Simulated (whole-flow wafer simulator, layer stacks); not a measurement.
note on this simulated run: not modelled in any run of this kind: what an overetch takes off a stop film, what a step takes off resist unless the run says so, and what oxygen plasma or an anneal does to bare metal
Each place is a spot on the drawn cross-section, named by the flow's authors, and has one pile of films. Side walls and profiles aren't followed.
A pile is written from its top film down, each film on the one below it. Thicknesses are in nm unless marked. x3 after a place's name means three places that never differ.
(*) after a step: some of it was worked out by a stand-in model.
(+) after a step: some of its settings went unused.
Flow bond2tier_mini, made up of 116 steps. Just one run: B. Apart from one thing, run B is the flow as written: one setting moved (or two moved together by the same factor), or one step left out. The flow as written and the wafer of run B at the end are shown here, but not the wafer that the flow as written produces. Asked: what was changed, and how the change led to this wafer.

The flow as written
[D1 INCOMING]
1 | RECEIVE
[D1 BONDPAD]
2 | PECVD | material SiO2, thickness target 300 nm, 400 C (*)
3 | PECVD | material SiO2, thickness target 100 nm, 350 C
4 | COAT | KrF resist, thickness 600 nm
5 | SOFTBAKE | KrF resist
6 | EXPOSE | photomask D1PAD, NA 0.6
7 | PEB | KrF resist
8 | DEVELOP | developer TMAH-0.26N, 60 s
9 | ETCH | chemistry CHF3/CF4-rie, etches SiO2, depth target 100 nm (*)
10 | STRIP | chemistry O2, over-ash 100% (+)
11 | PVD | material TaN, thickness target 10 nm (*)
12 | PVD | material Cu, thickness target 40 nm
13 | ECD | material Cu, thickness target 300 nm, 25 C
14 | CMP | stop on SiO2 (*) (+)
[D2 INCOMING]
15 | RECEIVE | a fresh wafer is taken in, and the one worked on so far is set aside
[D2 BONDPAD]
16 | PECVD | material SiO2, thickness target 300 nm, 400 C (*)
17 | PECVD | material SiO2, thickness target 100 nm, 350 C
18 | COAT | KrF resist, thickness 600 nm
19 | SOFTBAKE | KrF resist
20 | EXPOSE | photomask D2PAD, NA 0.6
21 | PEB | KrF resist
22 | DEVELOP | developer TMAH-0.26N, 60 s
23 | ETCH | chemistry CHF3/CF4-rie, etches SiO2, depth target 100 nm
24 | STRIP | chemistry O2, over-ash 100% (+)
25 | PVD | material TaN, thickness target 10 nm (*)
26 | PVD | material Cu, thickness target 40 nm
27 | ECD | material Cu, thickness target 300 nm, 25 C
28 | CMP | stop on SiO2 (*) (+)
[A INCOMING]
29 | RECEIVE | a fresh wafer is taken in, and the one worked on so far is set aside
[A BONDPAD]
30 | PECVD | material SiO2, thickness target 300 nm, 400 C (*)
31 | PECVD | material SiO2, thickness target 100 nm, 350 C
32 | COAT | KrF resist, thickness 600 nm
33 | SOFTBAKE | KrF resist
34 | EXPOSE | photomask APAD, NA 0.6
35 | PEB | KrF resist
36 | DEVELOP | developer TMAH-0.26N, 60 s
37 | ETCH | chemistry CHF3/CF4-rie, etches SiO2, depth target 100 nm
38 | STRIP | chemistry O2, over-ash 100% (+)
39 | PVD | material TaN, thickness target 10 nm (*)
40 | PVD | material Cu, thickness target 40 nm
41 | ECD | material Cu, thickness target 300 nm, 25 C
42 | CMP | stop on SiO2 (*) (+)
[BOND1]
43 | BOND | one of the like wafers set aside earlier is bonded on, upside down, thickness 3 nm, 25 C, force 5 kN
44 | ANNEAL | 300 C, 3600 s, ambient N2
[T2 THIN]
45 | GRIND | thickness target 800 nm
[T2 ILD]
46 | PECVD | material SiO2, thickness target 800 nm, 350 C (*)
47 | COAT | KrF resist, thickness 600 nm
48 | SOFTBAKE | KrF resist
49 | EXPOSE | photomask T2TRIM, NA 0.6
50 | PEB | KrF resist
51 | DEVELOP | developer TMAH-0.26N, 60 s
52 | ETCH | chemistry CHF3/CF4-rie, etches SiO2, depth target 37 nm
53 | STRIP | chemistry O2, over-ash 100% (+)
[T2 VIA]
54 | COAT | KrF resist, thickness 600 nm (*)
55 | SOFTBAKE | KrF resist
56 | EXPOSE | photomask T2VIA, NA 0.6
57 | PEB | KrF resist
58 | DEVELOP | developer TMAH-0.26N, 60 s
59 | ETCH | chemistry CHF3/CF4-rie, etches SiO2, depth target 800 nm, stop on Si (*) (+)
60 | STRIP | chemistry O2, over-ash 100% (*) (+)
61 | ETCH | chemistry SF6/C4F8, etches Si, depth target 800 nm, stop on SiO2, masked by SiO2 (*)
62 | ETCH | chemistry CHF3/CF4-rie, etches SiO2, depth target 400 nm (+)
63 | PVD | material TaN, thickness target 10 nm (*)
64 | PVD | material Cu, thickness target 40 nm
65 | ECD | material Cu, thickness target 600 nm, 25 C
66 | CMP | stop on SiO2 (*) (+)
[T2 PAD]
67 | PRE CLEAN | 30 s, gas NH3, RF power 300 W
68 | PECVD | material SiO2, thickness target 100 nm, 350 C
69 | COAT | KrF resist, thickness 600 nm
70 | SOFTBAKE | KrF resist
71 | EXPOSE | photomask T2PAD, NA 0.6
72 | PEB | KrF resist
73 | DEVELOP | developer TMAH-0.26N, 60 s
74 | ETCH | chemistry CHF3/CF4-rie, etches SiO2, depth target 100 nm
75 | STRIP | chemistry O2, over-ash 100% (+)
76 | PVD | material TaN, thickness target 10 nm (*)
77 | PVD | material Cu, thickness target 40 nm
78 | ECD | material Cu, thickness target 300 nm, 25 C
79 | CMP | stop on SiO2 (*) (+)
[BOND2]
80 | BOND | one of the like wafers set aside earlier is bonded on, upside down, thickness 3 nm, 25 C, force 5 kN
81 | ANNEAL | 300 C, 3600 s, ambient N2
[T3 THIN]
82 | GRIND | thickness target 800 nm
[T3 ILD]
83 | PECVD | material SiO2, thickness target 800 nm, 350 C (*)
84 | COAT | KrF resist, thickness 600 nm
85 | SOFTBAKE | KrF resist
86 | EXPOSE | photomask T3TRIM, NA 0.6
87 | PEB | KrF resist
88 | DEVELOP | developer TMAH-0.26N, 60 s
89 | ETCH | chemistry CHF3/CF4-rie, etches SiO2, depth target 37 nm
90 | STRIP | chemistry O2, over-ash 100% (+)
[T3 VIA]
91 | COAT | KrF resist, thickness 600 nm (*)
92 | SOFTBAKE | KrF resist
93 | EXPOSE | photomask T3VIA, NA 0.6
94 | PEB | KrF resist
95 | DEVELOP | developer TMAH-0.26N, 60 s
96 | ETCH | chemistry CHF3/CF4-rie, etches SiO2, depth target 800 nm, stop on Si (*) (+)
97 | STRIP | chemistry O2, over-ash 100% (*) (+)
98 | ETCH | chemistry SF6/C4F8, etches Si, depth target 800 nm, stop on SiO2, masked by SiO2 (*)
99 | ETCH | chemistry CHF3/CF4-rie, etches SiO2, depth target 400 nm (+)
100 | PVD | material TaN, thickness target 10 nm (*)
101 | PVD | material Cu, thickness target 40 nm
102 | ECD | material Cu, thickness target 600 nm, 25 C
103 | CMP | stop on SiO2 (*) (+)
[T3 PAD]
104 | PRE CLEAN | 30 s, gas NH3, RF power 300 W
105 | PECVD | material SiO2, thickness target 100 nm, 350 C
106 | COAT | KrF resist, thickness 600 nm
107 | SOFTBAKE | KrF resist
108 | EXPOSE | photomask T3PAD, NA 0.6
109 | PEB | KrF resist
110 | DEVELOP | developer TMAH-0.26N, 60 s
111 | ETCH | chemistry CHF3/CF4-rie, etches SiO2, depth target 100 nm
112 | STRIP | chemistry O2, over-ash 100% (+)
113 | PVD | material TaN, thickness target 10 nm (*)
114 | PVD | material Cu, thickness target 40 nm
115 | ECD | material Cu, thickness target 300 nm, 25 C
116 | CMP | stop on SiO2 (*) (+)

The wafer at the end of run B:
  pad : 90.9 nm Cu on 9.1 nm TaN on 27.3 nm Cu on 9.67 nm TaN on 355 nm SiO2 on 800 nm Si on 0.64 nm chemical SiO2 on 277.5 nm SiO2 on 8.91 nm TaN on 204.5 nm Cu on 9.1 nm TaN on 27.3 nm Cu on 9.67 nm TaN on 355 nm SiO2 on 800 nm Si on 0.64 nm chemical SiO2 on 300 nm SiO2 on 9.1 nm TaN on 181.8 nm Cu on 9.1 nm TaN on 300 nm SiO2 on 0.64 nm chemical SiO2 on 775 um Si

What caused this: step 23, ETCH: depth target 122.5 nm was run, while the flow as written has depth target 100 nm.

How this came from the change, step by step:
  23 | ETCH | chemistry CHF3/CF4-rie, etches SiO2, depth target 100 nm
      pad, via: -122.5 SiO2 (as written it would have been: -100 SiO2)
      field: -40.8 KrF resist (as written it would have been: -33.3 KrF resist)
  26 | PVD | material Cu, thickness target 40 nm
      pad: +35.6 Cu (new film) (as written it would have been: +36.4 Cu (new film))
  27 | ECD | material Cu, thickness target 300 nm, 25 C
      pad: +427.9 Cu (as written it would have been: +404.5 Cu)
      via: +422.8 Cu (as written it would have been: +400.2 Cu)
  80 | BOND | one of the like wafers set aside earlier is bonded on, upside down, thickness 3 nm, 25 C, force 5 kN
      pad: +775 um Si (new film), +0.64 chemical SiO2 (new film), +277.5 SiO2 (new film), +8.91 TaN (new film), +113.6 Cu (as written it would have been: +775 um Si (new film), +0.64 chemical SiO2 (new film), +300 SiO2 (new film), +9.1 TaN (new film), +90.9 Cu)
